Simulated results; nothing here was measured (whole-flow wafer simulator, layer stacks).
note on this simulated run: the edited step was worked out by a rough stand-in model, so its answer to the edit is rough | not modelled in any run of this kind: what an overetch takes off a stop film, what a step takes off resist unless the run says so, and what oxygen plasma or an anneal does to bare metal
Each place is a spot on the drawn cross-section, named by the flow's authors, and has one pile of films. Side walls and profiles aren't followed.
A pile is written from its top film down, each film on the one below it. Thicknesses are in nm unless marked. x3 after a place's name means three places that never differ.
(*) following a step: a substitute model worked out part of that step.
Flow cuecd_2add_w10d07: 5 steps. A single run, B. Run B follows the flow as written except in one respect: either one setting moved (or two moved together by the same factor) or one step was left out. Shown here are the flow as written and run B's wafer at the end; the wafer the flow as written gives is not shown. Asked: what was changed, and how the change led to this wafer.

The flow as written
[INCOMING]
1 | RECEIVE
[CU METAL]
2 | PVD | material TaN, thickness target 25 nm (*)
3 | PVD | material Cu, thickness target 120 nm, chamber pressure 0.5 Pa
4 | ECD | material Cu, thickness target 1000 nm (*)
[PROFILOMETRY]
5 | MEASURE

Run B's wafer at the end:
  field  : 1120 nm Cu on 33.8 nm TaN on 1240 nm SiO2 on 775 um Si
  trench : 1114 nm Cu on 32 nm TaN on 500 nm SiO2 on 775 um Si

Cause: step 2, PVD: thickness target 33.8 nm was run, though the flow has thickness target 25 nm.
One can read it off the wafer: field has TaN 33.8, and step 2 as written asks for 25 nm.

The path from the change to this, step by step:
  2 | PVD | material TaN, thickness target 25 nm (*)
      field: +33.8 TaN (new film) (as written it would have been: +25 TaN (new film))
      trench: +32 TaN (new film) (as written it would have been: +23.7 TaN (new film))
